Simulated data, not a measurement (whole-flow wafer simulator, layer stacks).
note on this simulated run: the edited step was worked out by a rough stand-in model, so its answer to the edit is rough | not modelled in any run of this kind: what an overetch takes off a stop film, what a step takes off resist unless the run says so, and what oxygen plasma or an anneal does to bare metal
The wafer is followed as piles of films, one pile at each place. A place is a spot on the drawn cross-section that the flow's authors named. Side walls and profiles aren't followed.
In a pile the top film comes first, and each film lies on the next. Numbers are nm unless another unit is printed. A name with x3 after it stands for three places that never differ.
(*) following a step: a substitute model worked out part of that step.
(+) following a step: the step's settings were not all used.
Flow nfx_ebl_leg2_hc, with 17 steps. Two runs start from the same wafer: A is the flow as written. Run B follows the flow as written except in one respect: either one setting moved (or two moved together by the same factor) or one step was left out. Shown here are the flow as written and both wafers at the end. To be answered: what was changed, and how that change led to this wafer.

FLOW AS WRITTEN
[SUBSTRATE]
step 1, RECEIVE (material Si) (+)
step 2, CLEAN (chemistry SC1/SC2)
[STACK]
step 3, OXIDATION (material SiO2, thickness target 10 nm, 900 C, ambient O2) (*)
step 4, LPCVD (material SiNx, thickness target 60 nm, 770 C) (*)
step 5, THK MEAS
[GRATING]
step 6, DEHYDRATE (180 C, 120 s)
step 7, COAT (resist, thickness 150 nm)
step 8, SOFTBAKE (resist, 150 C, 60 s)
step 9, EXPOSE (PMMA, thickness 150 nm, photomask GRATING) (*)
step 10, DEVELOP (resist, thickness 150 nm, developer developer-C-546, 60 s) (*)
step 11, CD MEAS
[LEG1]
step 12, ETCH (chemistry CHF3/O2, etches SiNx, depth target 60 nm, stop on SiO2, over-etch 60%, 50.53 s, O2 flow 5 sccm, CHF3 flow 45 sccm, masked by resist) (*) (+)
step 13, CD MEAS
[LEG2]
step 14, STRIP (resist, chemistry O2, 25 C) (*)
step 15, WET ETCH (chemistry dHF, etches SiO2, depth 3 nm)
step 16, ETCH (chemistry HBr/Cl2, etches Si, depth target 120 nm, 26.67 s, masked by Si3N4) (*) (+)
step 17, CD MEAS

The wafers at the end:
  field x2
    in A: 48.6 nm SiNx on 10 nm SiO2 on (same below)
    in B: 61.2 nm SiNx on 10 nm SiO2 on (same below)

What caused this: step 4, LPCVD: 782 C was run, though the flow has 770 C.

Step by step, how the change led to this:
  step 4, LPCVD (material SiNx, thickness target 60 nm, 770 C) (*)
      field x2, pad x2: A +60 SiNx (new film) | B +72.6 SiNx (new film)
  step 12, ETCH (chemistry CHF3/O2, etches SiNx, depth target 60 nm, stop on SiO2, over-etch 60%, 50.53 s, O2 flow 5 sccm, CHF3 flow 45 sccm, masked by resist) (*) (+)
      pad x2: A -60 SiNx (all of it), -10 SiO2 (all of it) | B -72.6 SiNx (all of it), -10 SiO2 (all of it)
